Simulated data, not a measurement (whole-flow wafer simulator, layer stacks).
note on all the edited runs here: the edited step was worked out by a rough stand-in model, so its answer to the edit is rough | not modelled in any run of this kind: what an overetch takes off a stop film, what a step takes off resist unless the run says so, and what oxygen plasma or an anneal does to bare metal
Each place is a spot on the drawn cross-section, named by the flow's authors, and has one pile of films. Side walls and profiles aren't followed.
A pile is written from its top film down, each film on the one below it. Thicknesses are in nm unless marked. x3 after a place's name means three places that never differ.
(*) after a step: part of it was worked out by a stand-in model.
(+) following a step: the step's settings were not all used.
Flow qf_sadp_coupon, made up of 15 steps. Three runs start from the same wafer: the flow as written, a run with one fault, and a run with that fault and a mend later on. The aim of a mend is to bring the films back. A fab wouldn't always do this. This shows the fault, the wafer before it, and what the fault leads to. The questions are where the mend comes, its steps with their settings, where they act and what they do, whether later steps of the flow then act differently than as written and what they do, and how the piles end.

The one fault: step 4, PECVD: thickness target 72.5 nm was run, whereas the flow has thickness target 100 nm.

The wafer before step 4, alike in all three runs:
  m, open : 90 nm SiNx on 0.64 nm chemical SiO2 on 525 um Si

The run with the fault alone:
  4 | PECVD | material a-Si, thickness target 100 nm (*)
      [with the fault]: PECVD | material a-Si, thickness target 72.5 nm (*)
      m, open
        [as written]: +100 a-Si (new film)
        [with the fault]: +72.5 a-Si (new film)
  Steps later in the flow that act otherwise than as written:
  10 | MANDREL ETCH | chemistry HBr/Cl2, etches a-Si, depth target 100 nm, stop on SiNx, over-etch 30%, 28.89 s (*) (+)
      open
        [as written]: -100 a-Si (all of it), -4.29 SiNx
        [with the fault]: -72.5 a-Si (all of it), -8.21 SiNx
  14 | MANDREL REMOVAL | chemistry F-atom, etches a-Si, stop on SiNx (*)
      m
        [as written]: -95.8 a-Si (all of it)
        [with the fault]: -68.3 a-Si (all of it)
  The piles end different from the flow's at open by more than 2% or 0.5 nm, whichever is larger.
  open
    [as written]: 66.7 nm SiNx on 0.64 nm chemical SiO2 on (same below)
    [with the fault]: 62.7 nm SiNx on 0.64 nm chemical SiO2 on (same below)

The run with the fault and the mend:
  After step 4 comes the mend.
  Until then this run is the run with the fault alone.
  4a | PECVD | material a-Si, thickness target 27.5 nm (*) (the flow's step 4 again, with other settings)
      m, open
        +27.5 a-Si
  None of the later steps of the flow acts differently than as written at any place that is followed.
  By the end, the piles equal the flow's at every place that both follow.
